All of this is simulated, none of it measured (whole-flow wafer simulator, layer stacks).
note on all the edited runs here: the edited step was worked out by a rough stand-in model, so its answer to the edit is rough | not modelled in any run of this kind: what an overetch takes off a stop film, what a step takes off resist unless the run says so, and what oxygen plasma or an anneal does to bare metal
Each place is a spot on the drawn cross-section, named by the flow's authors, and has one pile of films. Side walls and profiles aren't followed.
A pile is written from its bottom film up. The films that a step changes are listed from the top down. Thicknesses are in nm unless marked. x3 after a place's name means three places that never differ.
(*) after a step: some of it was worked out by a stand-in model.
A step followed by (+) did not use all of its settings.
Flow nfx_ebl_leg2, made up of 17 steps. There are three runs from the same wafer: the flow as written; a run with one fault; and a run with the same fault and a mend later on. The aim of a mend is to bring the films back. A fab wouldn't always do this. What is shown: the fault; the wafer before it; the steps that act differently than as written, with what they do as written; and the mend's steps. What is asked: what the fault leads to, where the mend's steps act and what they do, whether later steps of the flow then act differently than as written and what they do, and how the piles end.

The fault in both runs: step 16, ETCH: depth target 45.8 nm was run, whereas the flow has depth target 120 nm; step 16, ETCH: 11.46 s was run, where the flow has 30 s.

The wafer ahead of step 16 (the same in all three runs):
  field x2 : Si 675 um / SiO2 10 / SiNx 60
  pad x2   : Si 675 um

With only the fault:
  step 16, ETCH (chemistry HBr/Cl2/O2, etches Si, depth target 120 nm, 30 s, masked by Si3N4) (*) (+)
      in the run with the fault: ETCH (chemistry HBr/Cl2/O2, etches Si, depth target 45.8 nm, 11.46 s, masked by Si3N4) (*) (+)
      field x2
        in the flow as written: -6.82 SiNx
        in the run with the fault: -2.6 SiNx
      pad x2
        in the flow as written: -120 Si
        in the run with the fault: -45.8 Si
  None of the later steps of the flow acts differently than as written at any place that is followed.
  The piles end different from the flow's at field x2 by more than 2% or 0.5 nm, whichever is larger.
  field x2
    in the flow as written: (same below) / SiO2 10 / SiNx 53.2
    in the run with the fault: (same below) / SiO2 10 / SiNx 57.4

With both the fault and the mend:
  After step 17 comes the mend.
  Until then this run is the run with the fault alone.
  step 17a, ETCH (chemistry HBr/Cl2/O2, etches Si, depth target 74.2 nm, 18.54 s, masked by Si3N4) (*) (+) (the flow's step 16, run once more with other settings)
      field x2
        -4.21 SiNx
      pad x2
        -74.2 Si
  None of the later steps of the flow acts differently than as written at any place that is followed.
  By the end, the piles equal the flow's at every place that both follow.
